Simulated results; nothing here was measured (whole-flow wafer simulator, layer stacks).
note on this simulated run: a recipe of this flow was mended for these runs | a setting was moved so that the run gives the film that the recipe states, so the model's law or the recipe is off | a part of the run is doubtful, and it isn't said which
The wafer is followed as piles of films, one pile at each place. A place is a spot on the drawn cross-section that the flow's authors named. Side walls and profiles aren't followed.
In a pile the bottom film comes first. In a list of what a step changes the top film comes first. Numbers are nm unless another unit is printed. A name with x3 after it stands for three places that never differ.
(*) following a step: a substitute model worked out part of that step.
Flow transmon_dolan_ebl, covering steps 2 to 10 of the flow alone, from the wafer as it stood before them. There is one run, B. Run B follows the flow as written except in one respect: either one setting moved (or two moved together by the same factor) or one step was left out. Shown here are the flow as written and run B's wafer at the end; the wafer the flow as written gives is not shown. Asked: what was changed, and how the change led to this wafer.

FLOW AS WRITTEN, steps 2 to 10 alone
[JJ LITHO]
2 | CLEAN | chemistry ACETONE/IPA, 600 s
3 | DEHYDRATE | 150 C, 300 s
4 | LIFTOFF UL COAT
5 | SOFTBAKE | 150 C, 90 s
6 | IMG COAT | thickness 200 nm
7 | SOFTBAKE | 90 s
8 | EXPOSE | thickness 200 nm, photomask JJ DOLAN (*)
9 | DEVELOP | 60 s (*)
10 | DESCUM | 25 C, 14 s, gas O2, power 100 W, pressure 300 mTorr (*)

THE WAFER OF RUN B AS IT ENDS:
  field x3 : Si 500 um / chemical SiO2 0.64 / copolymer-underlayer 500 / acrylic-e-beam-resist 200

The reason: step 10, DESCUM: pressure 284 mTorr was run, while the flow as written has pressure 300 mTorr.

The path from the change to this, step by step:
  10 | DESCUM | 25 C, 14 s, gas O2, power 100 W, pressure 300 mTorr (*)
      field x3: nothing (it would be, as written: -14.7 acrylic-e-beam-resist)
